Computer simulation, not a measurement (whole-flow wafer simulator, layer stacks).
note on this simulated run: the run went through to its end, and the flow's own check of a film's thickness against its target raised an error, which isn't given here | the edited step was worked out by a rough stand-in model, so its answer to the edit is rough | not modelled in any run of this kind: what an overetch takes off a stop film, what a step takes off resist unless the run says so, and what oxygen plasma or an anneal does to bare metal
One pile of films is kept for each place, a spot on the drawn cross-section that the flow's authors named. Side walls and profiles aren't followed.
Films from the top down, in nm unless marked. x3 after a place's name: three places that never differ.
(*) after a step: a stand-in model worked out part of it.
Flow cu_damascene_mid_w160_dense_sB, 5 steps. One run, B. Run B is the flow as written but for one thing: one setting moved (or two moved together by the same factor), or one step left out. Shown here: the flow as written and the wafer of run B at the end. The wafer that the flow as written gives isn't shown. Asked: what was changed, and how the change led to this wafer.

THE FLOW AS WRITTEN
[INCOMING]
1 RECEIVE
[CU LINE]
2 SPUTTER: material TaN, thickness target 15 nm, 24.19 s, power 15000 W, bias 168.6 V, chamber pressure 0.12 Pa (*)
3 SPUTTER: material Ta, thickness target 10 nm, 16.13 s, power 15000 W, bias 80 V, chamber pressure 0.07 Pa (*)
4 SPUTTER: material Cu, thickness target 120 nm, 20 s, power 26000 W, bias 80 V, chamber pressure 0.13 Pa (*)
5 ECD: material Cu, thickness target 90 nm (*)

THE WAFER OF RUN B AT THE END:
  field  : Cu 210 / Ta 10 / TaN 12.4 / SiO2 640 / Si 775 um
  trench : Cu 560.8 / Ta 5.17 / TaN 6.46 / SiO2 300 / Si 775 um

The cause: step 2, SPUTTER: thickness target 12.4 nm was run, where the flow has thickness target 15 nm; step 2, SPUTTER: 19.96 s was run, where the flow has 24.19 s.
It can be read off the wafer: field has TaN 12.4, and step 2 as written asks for 15 nm.

How the change led to this, step by step:
  2 SPUTTER: material TaN, thickness target 15 nm, 24.19 s, power 15000 W, bias 168.6 V, chamber pressure 0.12 Pa (*)
      field: TaN +12.4 (new film) (as written it would be: TaN +15 (new film))
      trench: TaN +6.46 (new film) (as written it would be: TaN +7.82 (new film))
